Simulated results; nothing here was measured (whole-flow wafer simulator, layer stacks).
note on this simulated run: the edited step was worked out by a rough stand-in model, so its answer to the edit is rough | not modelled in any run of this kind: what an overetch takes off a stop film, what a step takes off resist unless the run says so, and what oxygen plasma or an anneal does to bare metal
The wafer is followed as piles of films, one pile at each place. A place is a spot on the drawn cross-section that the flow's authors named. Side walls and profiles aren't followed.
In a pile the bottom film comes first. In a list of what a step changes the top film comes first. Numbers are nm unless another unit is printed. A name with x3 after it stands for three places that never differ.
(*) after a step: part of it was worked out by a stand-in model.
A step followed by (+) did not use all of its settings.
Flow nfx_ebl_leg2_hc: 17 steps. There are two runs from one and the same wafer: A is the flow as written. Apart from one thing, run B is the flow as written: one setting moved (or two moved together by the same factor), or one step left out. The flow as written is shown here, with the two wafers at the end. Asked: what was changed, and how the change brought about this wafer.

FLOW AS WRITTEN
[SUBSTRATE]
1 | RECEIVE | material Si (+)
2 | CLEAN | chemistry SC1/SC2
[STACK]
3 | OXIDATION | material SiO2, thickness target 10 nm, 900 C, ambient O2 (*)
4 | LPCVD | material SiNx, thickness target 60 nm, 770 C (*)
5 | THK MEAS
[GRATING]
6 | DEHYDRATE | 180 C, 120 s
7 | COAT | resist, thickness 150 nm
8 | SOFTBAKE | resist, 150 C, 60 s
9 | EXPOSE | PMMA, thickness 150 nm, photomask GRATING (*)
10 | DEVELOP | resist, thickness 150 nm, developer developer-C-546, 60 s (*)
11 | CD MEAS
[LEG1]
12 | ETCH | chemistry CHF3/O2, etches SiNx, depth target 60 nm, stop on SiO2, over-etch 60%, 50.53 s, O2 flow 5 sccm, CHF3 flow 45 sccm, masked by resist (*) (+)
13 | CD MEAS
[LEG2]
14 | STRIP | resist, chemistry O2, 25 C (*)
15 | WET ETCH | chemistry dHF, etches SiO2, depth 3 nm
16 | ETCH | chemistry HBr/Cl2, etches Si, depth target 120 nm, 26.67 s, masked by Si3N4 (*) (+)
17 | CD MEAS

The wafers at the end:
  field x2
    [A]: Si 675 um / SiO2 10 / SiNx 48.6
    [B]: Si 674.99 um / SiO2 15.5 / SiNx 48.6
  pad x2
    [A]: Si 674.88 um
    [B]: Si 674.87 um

The reason: step 3, OXIDATION: thickness target 15.5 nm was run, whereas the flow has thickness target 10 nm.
One can read it off the wafer: field x2 has SiO2 15.5, and step 3 as written asks for 10 nm.

Step by step, how the change led to this:
  3 | OXIDATION | material SiO2, thickness target 10 nm, 900 C, ambient O2 (*)
      field x2, pad x2: A +10 SiO2 (new film), -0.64 chemical SiO2 (all of it), -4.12 Si | B +15.5 SiO2 (new film), -0.64 chemical SiO2 (all of it), -6.54 Si
  12 | ETCH | chemistry CHF3/O2, etches SiNx, depth target 60 nm, stop on SiO2, over-etch 60%, 50.53 s, O2 flow 5 sccm, CHF3 flow 45 sccm, masked by resist (*) (+)
      pad x2: A -60 SiNx (all of it), -10 SiO2 (all of it) | B -60 SiNx (all of it), -15.5 SiO2 (all of it)
